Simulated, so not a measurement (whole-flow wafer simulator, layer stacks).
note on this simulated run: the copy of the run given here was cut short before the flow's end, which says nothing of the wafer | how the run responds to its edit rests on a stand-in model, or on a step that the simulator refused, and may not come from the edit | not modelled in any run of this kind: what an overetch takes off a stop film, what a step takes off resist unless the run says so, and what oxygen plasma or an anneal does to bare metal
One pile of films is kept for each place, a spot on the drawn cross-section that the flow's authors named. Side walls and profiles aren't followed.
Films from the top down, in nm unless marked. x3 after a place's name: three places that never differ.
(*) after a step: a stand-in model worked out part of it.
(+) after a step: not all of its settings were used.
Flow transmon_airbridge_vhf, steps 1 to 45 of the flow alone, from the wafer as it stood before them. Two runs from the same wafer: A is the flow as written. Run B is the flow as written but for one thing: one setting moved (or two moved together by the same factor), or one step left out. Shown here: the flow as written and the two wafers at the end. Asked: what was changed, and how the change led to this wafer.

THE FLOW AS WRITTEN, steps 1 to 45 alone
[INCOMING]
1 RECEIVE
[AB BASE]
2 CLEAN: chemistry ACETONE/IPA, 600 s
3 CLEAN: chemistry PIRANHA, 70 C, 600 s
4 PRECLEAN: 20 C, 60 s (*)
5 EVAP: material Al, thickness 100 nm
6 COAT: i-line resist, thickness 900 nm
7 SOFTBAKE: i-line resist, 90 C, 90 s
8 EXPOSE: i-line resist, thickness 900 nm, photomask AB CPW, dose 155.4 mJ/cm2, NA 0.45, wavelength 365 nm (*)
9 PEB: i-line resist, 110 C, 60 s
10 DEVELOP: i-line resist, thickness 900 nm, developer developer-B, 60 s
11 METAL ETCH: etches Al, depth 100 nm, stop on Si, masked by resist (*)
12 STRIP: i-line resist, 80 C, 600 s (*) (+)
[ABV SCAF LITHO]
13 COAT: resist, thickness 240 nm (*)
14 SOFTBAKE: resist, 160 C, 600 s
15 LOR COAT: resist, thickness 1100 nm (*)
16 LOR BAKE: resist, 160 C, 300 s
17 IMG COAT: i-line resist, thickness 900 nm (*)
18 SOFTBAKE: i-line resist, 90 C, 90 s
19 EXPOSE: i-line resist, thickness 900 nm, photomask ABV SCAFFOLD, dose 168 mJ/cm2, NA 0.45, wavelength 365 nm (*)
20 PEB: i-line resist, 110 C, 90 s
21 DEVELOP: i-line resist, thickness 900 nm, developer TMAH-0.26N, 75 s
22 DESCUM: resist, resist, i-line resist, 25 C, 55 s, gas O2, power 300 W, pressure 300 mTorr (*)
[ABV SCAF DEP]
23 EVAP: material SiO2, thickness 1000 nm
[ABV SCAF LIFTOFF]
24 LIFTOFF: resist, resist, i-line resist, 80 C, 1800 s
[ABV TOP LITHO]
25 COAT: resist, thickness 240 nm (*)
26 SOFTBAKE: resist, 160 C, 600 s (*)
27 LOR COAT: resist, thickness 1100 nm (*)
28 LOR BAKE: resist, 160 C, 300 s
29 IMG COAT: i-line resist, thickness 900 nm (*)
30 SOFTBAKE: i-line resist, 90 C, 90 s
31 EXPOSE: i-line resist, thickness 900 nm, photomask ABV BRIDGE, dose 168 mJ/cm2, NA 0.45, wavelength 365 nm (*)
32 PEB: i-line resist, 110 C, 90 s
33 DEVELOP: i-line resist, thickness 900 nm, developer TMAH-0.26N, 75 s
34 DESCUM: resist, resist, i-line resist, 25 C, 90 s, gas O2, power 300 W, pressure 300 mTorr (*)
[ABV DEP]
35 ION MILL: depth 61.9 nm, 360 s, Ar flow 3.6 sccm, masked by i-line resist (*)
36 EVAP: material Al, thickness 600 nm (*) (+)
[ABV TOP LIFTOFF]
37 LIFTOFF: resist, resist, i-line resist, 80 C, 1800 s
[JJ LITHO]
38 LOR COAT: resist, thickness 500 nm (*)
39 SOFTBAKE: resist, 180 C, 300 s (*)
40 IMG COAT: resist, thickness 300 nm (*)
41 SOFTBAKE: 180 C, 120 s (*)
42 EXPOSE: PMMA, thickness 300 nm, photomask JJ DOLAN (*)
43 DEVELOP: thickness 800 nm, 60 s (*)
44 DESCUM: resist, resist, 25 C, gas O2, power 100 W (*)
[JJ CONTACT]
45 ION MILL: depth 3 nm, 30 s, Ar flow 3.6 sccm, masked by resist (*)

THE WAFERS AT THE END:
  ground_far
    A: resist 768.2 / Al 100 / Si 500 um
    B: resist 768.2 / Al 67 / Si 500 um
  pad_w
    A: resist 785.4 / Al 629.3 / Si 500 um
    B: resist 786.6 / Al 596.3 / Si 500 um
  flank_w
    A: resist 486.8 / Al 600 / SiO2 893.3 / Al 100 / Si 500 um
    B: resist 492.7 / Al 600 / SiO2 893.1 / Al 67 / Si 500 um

The cause: step 5, EVAP: thickness 67 nm was run, where the flow has thickness 100 nm.
It can be read off the wafer: ground_far has Al 67, and step 5 as written asks for 100 nm.

How the change led to this, step by step:
  5 EVAP: material Al, thickness 100 nm
      field x3, jj_line, ground_far and 12 more: A Al +100 (new film) | B Al +67 (new film)
  11 METAL ETCH: etches Al, depth 100 nm, stop on Si, masked by resist (*)
      field x3, jj_line, gap_w, gap_e: A Al -100 (all of it) | B Al -67 (all of it)
  13 COAT: resist, thickness 240 nm (*)
      flank_w, flank_e: A resist +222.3 (new film) | B resist +227.7 (new film)
  22 DESCUM: resist, resist, i-line resist, 25 C, 55 s, gas O2, power 300 W, pressure 300 mTorr (*)
      flank_w, flank_e: A resist -222.3 (all of it) | B resist -227.7 (all of it)
  25 COAT: resist, thickness 240 nm (*)
      flank_w, flank_e: A resist +152.6 (new film) | B resist +156 (new film)
  34 DESCUM: resist, resist, i-line resist, 25 C, 90 s, gas O2, power 300 W, pressure 300 mTorr (*)
      flank_w, flank_e: A resist -152.6 (all of it) | B resist -156 (all of it)
  40 IMG COAT: resist, thickness 300 nm (*)
      flank_w, flank_e: A resist +212.1 | B resist +216.9
